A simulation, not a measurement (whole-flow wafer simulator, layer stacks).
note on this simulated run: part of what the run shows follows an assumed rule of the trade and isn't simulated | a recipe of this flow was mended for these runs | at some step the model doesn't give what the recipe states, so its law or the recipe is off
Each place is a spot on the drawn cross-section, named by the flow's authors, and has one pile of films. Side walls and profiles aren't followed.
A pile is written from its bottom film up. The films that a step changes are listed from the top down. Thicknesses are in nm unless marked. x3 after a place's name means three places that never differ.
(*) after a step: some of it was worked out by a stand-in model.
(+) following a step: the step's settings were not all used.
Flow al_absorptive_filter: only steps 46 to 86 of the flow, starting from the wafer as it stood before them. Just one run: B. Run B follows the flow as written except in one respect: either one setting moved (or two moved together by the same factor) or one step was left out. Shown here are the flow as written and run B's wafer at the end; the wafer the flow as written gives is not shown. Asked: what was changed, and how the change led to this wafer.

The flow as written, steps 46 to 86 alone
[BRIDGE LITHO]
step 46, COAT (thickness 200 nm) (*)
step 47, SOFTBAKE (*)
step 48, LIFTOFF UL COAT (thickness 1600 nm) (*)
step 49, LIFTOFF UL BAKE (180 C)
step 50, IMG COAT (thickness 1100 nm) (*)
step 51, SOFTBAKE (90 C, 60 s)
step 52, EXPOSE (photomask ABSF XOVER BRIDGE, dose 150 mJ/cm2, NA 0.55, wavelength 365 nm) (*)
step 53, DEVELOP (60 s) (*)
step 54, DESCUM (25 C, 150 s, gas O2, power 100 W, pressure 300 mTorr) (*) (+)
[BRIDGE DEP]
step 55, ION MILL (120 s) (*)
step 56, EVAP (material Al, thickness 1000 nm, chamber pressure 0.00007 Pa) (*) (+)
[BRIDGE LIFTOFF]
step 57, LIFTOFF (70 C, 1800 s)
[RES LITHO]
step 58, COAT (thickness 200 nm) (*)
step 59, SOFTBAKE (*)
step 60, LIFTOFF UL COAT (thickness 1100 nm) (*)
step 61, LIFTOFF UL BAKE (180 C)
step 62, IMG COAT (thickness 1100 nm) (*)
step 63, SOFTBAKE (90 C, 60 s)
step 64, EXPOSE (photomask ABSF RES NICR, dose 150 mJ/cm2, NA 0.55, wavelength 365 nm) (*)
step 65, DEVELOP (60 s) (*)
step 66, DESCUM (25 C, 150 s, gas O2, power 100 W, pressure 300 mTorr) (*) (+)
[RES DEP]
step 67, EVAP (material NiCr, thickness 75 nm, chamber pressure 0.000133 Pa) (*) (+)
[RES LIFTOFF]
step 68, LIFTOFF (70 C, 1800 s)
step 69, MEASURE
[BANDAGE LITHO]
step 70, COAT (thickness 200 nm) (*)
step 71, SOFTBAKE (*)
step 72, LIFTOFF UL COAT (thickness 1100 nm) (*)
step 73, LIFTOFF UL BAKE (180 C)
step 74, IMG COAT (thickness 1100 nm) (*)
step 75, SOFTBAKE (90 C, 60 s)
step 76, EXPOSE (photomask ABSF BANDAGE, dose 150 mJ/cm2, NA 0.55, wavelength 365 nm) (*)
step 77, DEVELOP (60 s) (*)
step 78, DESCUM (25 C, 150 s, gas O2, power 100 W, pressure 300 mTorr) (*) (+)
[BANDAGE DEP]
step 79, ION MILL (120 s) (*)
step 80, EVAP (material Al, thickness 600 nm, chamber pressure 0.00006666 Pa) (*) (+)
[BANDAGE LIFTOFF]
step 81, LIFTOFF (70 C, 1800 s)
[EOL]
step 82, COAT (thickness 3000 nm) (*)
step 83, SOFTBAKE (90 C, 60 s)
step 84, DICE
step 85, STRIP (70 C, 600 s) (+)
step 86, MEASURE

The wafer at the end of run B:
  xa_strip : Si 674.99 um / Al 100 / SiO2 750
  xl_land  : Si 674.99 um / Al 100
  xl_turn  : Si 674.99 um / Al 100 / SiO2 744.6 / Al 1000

Cause: step 54, DESCUM: 66 s was run, while the flow as written has 150 s.

Step by step, how the change led to this:
  step 54, DESCUM (25 C, 150 s, gas O2, power 100 W, pressure 300 mTorr) (*) (+)
      xa_strip: -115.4 acrylic-e-beam-resist (as written it would have been: -156.7 acrylic-e-beam-resist (all of it))
      xl_land: -115.4 acrylic-e-beam-resist (as written it would have been: -218.5 acrylic-e-beam-resist (all of it))
      (and at 11 other places as well)
  step 55, ION MILL (120 s) (*)
      xa_strip: -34 acrylic-e-beam-resist (as written it would have been: -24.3 SiO2)
      xl_land: -34 acrylic-e-beam-resist (as written it would have been: -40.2 Al)
      (and at 1 other place as well)
  step 56, EVAP (material Al, thickness 1000 nm, chamber pressure 0.00007 Pa) (*) (+)
      xl_land: +1000 Al (new film) (as written it would have been: +1000 Al)
  step 57, LIFTOFF (70 C, 1800 s)
      xa_strip: -1000 Al (all of it), -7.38 acrylic-e-beam-resist (all of it) (as written it would have been: nothing)
      xl_land: -1000 Al (all of it), -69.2 acrylic-e-beam-resist (all of it) (as written it would have been: nothing)
      (and at 10 other places as well)
  step 58, COAT (thickness 200 nm) (*)
      xa_margin: +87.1 acrylic-e-beam-resist (new film) (as written it would have been: +288.1 acrylic-e-beam-resist (new film))
      xa_strip: +156.7 acrylic-e-beam-resist (new film) (as written it would have been: +66.9 acrylic-e-beam-resist (new film))
      (and at 2 other places as well)
  step 60, LIFTOFF UL COAT (thickness 1100 nm) (*)
      xa_margin: +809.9 lift-off-underlayer (new film) (as written it would have been: +1021 lift-off-underlayer (new film))
      xa_strip: +788.7 lift-off-underlayer (new film) (as written it would have been: +459.8 lift-off-underlayer (new film))
      (and at 2 other places as well)
  step 62, IMG COAT (thickness 1100 nm) (*)
      xa_margin: +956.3 i-line-resist (new film) (as written it would have been: +741.1 i-line-resist (new film))
      xa_strip: +901 i-line-resist (new film) (as written it would have been: +577.9 i-line-resist (new film))
      (and at 2 other places as well)
  step 63, SOFTBAKE (90 C, 60 s)
      xa_margin: -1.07 i-line-resist (as written it would have been: -3.13 i-line-resist)
      xa_strip: -2.69 i-line-resist (as written it would have been: -4.64 i-line-resist)
      (and at 2 other places as well)
  step 68, LIFTOFF (70 C, 1800 s)
      xa_margin: -75 NiCr (all of it), -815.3 i-line-resist (all of it), -809.9 lift-off-underlayer (all of it), -87.1 acrylic-e-beam-resist (all of it) (as written it would have been: -75 NiCr (all of it), -598.1 i-line-resist (all of it), -1021 lift-off-underlayer (all of it), -288.1 acrylic-e-beam-resist (all of it))
      xa_strip: -75 NiCr (all of it), -758.4 i-line-resist (all of it), -788.7 lift-off-underlayer (all of it), -156.7 acrylic-e-beam-resist (all of it) (as written it would have been: -75 NiCr (all of it), -433.3 i-line-resist (all of it), -459.8 lift-off-underlayer (all of it), -66.9 acrylic-e-beam-resist (all of it))
      (and at 2 other places as well)
  step 70, COAT (thickness 200 nm) (*)
      xa_margin: +87.1 acrylic-e-beam-resist (new film) (as written it would have been: +288.1 acrylic-e-beam-resist (new film))
      xa_strip: +156.7 acrylic-e-beam-resist (new film) (as written it would have been: +66.9 acrylic-e-beam-resist (new film))
      (and at 2 other places as well)
  step 72, LIFTOFF UL COAT (thickness 1100 nm) (*)
      xa_margin: +809.9 lift-off-underlayer (new film) (as written it would have been: +1021 lift-off-underlayer (new film))
      xa_strip: +788.7 lift-off-underlayer (new film) (as written it would have been: +459.8 lift-off-underlayer (new film))
      (and at 2 other places as well)
  step 74, IMG COAT (thickness 1100 nm) (*)
      xa_margin: +956.3 i-line-resist (new film) (as written it would have been: +741.1 i-line-resist (new film))
      xa_strip: +901 i-line-resist (new film) (as written it would have been: +577.9 i-line-resist (new film))
      (and at 2 other places as well)
  step 75, SOFTBAKE (90 C, 60 s)
      xa_margin: -1.07 i-line-resist (as written it would have been: -3.13 i-line-resist)
      xa_strip: -2.69 i-line-resist (as written it would have been: -4.64 i-line-resist)
      (and at 2 other places as well)
  step 81, LIFTOFF (70 C, 1800 s)
      xa_margin: -600 Al (all of it), -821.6 i-line-resist (all of it), -809.9 lift-off-underlayer (all of it), -87.1 acrylic-e-beam-resist (all of it) (as written it would have been: -600 Al (all of it), -604.4 i-line-resist (all of it), -1021 lift-off-underlayer (all of it), -288.1 acrylic-e-beam-resist (all of it))
      xa_strip: -600 Al (all of it), -764.7 i-line-resist (all of it), -788.7 lift-off-underlayer (all of it), -156.7 acrylic-e-beam-resist (all of it) (as written it would have been: -600 Al (all of it), -439.6 i-line-resist (all of it), -459.8 lift-off-underlayer (all of it), -66.9 acrylic-e-beam-resist (all of it))
      (and at 2 other places as well)
  step 82, COAT (thickness 3000 nm) (*)
      xa_margin: +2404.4 i-line-resist (new film) (as written it would have been: +2563.4 i-line-resist (new film))
      xa_strip: +2391.8 i-line-resist (new film) (as written it would have been: +1594.3 i-line-resist (new film))
      (and at 2 other places as well)
  step 83, SOFTBAKE (90 C, 60 s)
      xa_margin: -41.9 i-line-resist (as written it would have been: -94.2 i-line-resist)
      xa_strip: -51.2 i-line-resist (as written it would have been: -117.3 i-line-resist)
      (and at 2 other places as well)
  step 85, STRIP (70 C, 600 s) (+)
      xa_margin: -2362.6 i-line-resist (all of it) (as written it would have been: -2469.3 i-line-resist (all of it))
      xa_strip: -2340.6 i-line-resist (all of it) (as written it would have been: -1477 i-line-resist (all of it))
      (and at 2 other places as well)
With metal films that touch counted as one body, xa_strip has 1 body; the flow as written gives 2 bodies (between them, from the top down: SiO2 725.7).
